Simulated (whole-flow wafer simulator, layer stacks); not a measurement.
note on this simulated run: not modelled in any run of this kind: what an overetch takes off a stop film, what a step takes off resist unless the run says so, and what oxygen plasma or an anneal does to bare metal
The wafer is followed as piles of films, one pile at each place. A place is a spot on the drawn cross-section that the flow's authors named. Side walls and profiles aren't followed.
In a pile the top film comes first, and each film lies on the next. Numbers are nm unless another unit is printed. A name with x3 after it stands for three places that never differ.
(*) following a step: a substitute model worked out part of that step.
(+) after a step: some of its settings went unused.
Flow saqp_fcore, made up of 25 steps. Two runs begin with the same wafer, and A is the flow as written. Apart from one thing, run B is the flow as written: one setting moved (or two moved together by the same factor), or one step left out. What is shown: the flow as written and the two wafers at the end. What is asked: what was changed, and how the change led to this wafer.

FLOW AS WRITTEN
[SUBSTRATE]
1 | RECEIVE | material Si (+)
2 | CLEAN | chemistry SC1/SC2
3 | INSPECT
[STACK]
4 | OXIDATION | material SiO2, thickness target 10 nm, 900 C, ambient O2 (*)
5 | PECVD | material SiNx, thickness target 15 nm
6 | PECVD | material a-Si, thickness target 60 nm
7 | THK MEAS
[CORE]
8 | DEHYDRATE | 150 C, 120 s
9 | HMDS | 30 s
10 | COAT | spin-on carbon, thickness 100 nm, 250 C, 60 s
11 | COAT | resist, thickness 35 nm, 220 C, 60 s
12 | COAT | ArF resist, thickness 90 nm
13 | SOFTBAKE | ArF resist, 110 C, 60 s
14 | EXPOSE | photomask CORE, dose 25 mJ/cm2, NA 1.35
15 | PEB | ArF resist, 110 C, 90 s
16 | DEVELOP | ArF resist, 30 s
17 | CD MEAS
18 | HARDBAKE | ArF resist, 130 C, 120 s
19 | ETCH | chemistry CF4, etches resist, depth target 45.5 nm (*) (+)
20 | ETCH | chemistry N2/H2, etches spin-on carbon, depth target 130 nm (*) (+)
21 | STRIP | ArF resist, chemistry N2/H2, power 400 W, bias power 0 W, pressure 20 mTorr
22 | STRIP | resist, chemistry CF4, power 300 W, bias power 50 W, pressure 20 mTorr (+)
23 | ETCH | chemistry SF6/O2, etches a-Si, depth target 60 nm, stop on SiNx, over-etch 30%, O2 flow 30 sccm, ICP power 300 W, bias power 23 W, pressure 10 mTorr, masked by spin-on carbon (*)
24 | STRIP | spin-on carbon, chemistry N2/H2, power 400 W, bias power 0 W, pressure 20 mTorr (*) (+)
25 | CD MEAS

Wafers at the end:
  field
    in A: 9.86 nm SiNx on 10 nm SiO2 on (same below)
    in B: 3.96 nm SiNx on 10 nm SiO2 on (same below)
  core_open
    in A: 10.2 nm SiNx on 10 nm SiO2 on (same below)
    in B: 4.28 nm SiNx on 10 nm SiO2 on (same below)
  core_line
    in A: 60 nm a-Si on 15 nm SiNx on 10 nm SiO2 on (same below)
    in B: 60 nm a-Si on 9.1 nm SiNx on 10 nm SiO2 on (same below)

The reason: step 5, PECVD: thickness target 9.1 nm was run, whereas the flow has thickness target 15 nm.
The wafer lets one read it off: core_line has SiNx 9.1, and step 5 as written asks for 15 nm.

Step by step, how the change led to this:
  5 | PECVD | material SiNx, thickness target 15 nm
      field, core_open, core_line: A +15 SiNx (new film) | B +9.1 SiNx (new film)
